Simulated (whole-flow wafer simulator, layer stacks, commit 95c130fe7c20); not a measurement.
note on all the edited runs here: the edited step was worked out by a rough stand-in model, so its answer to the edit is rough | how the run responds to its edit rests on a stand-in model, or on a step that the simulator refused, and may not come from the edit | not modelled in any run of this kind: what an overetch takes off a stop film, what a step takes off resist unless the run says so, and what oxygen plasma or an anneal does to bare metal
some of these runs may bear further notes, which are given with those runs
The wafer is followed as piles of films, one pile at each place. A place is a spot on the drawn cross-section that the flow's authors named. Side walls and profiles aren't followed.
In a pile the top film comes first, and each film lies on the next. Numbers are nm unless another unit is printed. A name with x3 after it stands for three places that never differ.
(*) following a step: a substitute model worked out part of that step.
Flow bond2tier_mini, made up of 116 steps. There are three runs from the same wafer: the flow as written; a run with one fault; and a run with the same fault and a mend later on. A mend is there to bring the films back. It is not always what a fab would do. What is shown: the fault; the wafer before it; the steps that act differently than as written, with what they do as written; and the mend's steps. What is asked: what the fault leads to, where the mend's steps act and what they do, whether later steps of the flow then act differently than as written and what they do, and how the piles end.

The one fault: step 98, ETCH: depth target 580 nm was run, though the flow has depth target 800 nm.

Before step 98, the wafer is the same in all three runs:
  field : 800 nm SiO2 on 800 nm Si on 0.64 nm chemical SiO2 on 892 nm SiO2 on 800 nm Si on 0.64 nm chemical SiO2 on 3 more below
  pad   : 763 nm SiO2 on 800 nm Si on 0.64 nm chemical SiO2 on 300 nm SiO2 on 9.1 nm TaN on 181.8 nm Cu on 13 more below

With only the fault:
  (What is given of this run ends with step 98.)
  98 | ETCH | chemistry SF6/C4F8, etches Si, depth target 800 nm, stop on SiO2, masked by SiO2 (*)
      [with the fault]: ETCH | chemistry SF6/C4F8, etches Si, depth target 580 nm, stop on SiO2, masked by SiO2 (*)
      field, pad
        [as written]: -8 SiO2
        [with the fault]: -5.8 SiO2
  After step 98 the piles are close to the flow's at the places that both follow, differing by at most 2% or 0.5 nm, whichever is larger.

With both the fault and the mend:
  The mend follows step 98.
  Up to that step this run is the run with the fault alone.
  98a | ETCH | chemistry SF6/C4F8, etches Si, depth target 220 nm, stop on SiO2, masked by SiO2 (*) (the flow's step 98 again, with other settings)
      field, pad
        -2.2 SiO2
  Later steps of the flow that are run all act as written at every place that is followed.
  At every place that both follow, the piles at the end match the flow's.
